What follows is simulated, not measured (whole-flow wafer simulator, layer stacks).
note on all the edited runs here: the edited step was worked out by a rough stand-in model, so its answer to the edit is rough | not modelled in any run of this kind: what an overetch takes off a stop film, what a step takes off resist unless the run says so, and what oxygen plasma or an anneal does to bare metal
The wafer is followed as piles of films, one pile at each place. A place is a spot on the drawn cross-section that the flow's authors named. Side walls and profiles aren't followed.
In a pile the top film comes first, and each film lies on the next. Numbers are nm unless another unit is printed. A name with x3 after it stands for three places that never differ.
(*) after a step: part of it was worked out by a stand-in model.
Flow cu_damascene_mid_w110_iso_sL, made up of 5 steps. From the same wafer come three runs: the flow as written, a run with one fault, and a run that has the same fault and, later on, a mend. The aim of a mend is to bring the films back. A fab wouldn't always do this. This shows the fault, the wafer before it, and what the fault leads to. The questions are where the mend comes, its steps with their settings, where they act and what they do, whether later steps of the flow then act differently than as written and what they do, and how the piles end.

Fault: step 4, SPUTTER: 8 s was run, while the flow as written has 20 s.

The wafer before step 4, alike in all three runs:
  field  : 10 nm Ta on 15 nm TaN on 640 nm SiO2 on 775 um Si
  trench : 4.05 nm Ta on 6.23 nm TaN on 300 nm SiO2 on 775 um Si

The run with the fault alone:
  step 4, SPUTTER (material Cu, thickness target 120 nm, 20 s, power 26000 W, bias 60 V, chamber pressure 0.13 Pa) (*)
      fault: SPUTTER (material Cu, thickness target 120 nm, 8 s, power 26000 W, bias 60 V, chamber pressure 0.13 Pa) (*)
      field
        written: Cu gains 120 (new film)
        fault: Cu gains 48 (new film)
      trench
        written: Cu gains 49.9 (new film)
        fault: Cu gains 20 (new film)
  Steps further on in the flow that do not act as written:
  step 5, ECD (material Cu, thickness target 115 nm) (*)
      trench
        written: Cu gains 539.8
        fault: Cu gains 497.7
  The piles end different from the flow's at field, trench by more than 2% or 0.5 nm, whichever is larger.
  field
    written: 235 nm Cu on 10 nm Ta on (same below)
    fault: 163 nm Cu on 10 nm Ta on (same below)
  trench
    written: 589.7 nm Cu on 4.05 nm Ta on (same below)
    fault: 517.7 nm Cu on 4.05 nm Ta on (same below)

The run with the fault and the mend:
  The mend follows step 4.
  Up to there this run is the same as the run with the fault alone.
  step 4a, SPUTTER (material Cu, thickness target 120 nm, 12 s, power 26000 W, bias 60 V, chamber pressure 0.13 Pa) (*) (the flow's step 4, run once more with other settings)
      field
        Cu gains 72
      trench
        Cu gains 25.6
  Later steps of the flow that are run all act as written at every place that is followed, up to a difference of at most 2% or 0.5 nm, whichever is larger.
  By the end, the piles equal the flow's at every place that both follow.
